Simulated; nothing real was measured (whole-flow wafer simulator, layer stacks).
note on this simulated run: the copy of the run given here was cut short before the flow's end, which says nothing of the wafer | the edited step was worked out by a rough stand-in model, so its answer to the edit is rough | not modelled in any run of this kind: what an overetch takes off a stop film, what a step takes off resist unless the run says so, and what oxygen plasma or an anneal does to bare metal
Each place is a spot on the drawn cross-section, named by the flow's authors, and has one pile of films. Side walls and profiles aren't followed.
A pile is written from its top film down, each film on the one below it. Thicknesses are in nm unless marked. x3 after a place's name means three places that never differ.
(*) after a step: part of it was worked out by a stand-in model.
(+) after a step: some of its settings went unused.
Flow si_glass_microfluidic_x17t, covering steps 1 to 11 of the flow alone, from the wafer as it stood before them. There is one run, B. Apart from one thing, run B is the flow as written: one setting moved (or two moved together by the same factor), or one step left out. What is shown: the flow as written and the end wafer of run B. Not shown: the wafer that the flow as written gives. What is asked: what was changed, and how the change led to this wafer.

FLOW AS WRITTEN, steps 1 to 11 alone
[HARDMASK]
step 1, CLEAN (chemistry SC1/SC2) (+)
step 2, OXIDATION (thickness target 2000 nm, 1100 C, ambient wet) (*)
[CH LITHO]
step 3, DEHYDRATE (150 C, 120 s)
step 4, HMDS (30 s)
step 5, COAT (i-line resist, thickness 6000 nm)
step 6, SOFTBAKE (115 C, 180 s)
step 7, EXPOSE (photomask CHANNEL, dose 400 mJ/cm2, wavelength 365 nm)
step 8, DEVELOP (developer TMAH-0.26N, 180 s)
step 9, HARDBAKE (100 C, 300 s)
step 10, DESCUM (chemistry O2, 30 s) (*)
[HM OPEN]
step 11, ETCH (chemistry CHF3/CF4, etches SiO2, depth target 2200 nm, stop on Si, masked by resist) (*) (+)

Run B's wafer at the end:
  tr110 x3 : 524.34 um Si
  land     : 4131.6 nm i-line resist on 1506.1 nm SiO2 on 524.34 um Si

The reason: step 2, OXIDATION: 1018 C was run, while the flow as written has 1100 C.

The path from the change to this, step by step:
  step 2, OXIDATION (thickness target 2000 nm, 1100 C, ambient wet) (*)
      land, tr110 x3: SiO2 gains 1506.1 (new film), chemical SiO2 loses 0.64 (all of it), Si loses 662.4 (as written it would have been: SiO2 gains 2000 (new film), chemical SiO2 loses 0.64 (all of it), Si loses 879.7)
  step 11, ETCH (chemistry CHF3/CF4, etches SiO2, depth target 2200 nm, stop on Si, masked by resist) (*) (+)
      tr110 x3: SiO2 loses 1506.1 (all of it) (as written it would have been: SiO2 loses 2000 (all of it))
